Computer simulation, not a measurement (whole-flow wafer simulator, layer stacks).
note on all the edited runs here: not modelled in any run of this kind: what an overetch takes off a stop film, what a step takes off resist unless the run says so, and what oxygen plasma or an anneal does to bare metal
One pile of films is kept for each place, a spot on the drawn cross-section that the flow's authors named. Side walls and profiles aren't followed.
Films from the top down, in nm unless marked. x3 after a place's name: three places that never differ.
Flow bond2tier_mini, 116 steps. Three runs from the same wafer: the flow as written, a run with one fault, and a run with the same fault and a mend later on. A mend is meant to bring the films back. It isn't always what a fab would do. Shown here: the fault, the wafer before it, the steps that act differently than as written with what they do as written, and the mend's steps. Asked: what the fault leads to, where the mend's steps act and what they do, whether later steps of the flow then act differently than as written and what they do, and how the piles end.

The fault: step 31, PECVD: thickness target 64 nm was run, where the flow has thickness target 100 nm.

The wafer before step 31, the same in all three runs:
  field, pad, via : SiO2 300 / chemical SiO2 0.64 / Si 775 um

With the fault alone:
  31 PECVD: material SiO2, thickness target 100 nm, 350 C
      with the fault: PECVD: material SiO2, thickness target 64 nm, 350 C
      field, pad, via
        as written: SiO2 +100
        with the fault: SiO2 +64
  No later step of the flow acts differently than as written at any place that is followed.
  At the end the piles differ from the flow's by more than 2% or 0.5 nm, whichever is larger, at field, pad.
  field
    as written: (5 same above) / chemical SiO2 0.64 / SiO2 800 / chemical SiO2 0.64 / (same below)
    with the fault: (5 same above) / chemical SiO2 0.64 / SiO2 764 / chemical SiO2 0.64 / (same below)
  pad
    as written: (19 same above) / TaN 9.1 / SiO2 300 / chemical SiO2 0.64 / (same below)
    with the fault: (19 same above) / TaN 9.1 / SiO2 264 / chemical SiO2 0.64 / (same below)

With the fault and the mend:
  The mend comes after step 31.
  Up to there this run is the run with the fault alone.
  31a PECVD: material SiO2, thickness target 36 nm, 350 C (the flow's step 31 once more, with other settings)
      field, pad, via
        SiO2 +36
  No later step of the flow acts differently than as written at any place that is followed.
  At the end the piles are the same as the flow's at every place that both follow.
